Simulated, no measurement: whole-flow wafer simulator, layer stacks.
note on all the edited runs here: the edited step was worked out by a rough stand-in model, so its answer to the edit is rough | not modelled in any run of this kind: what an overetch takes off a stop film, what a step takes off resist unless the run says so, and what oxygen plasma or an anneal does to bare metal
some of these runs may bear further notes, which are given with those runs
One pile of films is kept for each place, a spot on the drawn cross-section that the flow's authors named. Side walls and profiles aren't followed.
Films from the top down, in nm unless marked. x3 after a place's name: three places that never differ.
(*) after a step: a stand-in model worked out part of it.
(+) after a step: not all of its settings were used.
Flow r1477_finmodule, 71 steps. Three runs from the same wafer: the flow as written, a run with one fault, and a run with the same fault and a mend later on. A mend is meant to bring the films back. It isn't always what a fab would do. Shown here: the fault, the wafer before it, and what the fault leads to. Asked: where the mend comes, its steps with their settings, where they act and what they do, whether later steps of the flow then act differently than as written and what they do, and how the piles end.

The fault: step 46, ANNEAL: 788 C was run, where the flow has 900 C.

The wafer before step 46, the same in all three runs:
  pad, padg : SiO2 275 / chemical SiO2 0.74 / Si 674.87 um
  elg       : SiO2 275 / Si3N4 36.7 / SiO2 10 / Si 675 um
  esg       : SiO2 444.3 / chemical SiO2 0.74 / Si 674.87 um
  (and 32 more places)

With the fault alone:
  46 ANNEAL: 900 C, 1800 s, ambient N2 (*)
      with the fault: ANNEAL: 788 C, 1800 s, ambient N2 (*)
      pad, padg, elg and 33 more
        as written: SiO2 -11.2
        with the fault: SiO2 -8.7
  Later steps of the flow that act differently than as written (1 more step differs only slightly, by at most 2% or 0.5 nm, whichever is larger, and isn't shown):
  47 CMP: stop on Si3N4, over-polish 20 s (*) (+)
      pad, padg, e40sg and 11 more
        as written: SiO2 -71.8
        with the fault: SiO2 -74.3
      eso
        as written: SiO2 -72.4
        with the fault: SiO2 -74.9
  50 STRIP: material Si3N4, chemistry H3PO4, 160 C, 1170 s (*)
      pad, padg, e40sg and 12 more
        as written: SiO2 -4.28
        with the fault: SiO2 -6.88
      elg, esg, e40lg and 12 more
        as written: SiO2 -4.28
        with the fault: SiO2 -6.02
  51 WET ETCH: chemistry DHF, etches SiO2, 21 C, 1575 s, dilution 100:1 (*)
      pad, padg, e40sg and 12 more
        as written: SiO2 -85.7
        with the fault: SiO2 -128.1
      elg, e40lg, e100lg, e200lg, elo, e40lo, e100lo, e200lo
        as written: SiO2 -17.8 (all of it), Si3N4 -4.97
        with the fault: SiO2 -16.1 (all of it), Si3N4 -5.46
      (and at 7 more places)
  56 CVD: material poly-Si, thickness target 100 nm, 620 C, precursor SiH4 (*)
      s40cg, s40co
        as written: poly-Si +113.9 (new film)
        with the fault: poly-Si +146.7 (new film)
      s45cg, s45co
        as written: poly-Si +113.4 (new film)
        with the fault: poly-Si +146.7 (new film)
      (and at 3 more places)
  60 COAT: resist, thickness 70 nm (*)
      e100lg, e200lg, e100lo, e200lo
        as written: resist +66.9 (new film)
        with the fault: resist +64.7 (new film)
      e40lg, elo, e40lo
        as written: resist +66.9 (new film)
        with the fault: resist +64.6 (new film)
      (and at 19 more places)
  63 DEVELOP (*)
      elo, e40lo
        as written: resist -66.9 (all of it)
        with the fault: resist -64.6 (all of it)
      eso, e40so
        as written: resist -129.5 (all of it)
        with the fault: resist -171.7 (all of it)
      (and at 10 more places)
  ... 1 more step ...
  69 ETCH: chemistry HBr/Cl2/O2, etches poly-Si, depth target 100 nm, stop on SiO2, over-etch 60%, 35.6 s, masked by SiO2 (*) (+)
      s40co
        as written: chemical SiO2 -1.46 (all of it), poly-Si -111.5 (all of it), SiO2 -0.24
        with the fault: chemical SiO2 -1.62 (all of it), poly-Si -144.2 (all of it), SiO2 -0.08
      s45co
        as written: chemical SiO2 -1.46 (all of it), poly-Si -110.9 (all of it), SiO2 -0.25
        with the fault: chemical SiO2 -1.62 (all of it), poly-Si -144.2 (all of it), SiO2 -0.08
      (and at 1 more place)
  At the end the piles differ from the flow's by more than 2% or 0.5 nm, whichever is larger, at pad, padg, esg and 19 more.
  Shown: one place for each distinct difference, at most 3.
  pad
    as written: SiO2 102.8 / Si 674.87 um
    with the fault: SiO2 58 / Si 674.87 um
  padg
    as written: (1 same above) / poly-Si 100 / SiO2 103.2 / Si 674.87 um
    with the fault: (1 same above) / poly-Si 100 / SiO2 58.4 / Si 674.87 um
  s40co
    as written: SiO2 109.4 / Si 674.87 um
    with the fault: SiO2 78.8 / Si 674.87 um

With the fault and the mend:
  The mend comes after step 46.
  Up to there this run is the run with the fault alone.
  46a ANNEAL: 900 C, 1800 s, ambient N2 (*) (the flow's step 46 once more)
      pad, padg, elg and 33 more
        SiO2 -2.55
  No later step of the flow acts differently than as written at any place that is followed.
  At the end the piles are the same as the flow's at every place that both follow.
